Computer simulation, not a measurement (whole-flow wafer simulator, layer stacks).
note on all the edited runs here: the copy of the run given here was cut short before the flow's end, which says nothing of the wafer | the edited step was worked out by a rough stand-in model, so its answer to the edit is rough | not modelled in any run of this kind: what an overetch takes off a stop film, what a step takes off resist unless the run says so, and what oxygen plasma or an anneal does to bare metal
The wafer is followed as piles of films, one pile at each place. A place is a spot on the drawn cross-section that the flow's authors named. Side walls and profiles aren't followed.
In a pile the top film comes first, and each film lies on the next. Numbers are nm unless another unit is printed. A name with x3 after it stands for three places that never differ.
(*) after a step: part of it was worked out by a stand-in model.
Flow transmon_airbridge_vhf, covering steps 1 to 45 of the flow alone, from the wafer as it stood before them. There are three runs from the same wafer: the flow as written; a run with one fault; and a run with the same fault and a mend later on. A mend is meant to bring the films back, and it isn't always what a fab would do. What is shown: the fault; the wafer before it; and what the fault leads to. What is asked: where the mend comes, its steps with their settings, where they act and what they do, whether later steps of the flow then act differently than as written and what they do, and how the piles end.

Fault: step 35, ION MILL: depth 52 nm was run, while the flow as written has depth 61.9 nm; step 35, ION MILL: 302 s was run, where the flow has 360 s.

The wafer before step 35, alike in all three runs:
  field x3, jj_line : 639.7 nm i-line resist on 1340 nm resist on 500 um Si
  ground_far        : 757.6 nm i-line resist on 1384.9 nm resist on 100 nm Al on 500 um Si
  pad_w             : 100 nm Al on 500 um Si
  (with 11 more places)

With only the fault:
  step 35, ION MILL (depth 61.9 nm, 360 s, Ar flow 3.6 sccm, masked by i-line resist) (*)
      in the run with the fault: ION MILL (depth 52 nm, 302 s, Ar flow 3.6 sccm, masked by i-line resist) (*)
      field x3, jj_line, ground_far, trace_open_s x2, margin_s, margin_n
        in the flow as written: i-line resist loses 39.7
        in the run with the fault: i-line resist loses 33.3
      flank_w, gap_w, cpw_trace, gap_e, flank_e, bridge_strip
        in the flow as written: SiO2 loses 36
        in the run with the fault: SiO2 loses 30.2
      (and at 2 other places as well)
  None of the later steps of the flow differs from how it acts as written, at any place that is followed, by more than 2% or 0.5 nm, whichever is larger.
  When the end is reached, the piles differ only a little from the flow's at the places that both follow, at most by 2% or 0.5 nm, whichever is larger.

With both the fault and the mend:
  The mend stands after step 35.
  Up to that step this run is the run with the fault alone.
  step 35a, ION MILL (depth 9.9 nm, 57.58 s, Ar flow 3.6 sccm, masked by i-line resist) (*) (the flow's step 35 again, with other settings)
      field x3, jj_line, ground_far, trace_open_s x2, margin_s, margin_n
        i-line resist loses 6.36
      flank_w, gap_w, cpw_trace, gap_e, flank_e, bridge_strip
        SiO2 loses 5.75
      pad_w, pad_e
        Al loses 9.9
  None of the later steps of the flow differs from how it acts as written, at any place that is followed, by more than 2% or 0.5 nm, whichever is larger.
  When the end is reached, the piles differ only a little from the flow's at the places that both follow, at most by 2% or 0.5 nm, whichever is larger.
